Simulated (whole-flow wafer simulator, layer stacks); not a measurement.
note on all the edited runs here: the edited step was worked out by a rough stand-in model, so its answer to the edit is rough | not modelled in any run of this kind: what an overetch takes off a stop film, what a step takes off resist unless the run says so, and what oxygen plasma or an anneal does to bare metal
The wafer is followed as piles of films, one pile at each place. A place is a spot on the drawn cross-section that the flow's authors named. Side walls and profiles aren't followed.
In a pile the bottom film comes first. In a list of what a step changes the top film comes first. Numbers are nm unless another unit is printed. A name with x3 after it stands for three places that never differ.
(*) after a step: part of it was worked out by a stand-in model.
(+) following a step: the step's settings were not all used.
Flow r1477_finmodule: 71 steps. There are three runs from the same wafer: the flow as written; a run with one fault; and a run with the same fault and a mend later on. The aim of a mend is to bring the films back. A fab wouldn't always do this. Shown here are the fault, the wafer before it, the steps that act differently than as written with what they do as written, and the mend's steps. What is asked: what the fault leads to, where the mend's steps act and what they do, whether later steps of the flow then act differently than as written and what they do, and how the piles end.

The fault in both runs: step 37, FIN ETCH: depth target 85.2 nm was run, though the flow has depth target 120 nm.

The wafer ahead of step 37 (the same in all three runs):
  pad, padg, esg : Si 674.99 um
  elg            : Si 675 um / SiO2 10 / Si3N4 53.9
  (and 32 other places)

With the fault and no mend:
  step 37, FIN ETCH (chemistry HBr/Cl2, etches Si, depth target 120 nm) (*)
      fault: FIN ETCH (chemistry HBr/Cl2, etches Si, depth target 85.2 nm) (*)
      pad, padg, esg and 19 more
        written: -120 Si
        fault: -85.2 Si
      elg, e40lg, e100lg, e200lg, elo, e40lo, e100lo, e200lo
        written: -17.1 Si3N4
        fault: -12.2 Si3N4
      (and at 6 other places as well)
  Later steps of the flow acting differently than as written (not shown: 3 more steps that differ only slightly, by at most 2% or 0.5 nm, whichever is larger):
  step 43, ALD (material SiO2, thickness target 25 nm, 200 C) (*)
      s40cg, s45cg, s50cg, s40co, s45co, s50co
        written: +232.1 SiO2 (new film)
        fault: +200 SiO2 (new film)
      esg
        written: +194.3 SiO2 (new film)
        fault: +164.4 SiO2 (new film)
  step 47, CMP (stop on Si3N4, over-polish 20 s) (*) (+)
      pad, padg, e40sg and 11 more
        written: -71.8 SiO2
        fault: -106.6 SiO2
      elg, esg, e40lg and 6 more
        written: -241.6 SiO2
        fault: -246.6 SiO2
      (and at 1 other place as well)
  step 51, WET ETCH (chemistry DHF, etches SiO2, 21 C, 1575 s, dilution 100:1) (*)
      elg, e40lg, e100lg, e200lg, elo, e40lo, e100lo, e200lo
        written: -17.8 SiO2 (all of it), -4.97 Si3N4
        fault: -12.9 SiO2 (all of it), -5.37 Si3N4
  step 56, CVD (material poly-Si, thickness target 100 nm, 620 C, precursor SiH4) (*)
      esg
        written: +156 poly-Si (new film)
        fault: +160.5 poly-Si (new film)
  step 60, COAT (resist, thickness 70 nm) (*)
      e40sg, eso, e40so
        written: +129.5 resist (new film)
        fault: +133.8 resist (new film)
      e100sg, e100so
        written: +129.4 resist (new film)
        fault: +133.7 resist (new film)
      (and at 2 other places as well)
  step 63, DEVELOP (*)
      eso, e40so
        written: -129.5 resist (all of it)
        fault: -133.8 resist (all of it)
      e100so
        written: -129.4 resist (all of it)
        fault: -133.7 resist (all of it)
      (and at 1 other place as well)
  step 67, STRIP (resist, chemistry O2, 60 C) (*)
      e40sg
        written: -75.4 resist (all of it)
        fault: -79.7 resist (all of it)
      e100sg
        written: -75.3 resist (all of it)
        fault: -79.6 resist (all of it)
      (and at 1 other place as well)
  At pad, padg, elg and 27 more, the piles at the end differ from the flow's by more than 2% or 0.5 nm, whichever is larger.
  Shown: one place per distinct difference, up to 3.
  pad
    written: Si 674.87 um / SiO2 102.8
    fault: Si 674.91 um / SiO2 68.1
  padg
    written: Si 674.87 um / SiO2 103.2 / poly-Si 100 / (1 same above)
    fault: Si 674.91 um / SiO2 68.5 / poly-Si 100 / (1 same above)
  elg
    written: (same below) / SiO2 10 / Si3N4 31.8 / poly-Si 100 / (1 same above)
    fault: (same below) / SiO2 10 / Si3N4 36.3 / poly-Si 100 / (1 same above)

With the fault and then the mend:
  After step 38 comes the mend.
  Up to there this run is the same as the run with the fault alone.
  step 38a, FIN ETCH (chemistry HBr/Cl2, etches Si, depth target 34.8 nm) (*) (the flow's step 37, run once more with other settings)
      pad, padg, esg and 19 more
        -34.8 Si
      elg, e40lg, e100lg, e200lg, elo, e40lo, e100lo, e200lo
        -4.97 Si3N4
      s40sg_line, s45sg_line, s50sg_line, s40so_line, s45so_line, s50so_line
        -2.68 SiO2
  Every later step of the flow that is run acts as written at every place that is followed.
  By the end, the piles equal the flow's at every place that both follow.
